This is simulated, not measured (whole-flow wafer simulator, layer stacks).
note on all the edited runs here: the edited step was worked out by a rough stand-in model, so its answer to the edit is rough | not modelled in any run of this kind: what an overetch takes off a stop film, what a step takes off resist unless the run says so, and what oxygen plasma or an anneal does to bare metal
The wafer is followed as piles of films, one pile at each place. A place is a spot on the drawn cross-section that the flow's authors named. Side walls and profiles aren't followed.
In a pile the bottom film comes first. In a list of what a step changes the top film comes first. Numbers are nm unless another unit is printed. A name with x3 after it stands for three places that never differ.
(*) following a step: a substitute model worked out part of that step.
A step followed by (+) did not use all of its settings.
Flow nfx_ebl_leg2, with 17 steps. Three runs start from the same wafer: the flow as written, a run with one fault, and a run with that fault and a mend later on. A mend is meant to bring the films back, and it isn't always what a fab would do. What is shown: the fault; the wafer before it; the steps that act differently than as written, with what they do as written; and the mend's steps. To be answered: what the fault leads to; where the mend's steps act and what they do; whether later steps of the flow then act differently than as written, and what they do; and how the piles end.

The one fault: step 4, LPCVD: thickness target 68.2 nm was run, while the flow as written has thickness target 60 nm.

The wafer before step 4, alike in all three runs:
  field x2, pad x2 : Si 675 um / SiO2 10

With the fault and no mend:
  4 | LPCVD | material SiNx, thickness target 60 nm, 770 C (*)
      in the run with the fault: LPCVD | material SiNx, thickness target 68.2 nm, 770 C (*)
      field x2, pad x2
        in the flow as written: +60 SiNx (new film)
        in the run with the fault: +68.2 SiNx (new film)
  Steps later in the flow that act otherwise than as written:
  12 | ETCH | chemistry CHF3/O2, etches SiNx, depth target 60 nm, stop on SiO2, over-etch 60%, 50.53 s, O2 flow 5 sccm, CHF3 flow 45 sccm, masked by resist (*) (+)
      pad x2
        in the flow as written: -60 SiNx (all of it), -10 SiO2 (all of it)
        in the run with the fault: -68.2 SiNx (all of it), -10 SiO2 (all of it)
  The piles end different from the flow's at field x2 by more than 2% or 0.5 nm, whichever is larger.
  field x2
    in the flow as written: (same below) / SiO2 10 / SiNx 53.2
    in the run with the fault: (same below) / SiO2 10 / SiNx 61.4

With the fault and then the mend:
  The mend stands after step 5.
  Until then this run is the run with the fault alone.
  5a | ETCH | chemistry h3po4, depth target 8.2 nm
      field x2, pad x2
        -8.2 SiNx
  None of the later steps of the flow acts differently than as written at any place that is followed.
  At every place that both follow, the piles at the end match the flow's.
